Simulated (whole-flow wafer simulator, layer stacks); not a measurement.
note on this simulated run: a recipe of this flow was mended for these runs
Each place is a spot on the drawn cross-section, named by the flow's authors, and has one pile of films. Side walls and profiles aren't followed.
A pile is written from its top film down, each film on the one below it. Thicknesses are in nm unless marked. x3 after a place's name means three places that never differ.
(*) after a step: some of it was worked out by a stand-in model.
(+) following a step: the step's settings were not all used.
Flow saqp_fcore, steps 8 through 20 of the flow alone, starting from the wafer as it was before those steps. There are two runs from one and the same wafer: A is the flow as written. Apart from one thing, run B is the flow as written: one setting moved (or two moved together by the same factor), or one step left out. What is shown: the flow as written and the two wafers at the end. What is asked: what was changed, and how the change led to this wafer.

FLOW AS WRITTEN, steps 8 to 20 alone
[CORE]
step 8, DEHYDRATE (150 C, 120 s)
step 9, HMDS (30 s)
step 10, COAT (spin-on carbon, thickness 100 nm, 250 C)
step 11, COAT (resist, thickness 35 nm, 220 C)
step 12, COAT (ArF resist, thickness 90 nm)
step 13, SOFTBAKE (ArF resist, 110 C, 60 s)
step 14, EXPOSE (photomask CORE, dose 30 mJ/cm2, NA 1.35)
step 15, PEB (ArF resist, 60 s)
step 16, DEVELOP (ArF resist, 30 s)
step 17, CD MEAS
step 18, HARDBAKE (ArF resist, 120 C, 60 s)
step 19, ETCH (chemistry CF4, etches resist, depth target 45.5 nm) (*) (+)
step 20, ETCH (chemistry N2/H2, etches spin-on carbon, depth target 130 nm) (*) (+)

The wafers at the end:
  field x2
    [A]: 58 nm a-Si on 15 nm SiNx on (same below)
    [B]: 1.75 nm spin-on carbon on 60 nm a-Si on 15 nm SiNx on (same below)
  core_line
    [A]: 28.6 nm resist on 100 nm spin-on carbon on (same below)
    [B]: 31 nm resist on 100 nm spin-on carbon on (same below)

What caused this: step 20, ETCH: depth target 93 nm was run, while the flow as written has depth target 130 nm.

The path from the change to this, step by step:
  step 20, ETCH (chemistry N2/H2, etches spin-on carbon, depth target 130 nm) (*) (+)
      field x2: A spin-on carbon loses 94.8 (all of it), a-Si loses 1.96 | B spin-on carbon loses 93
      core_line: A ArF resist loses 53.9 (all of it), resist loses 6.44 | B ArF resist loses 53.9 (all of it), resist loses 3.97
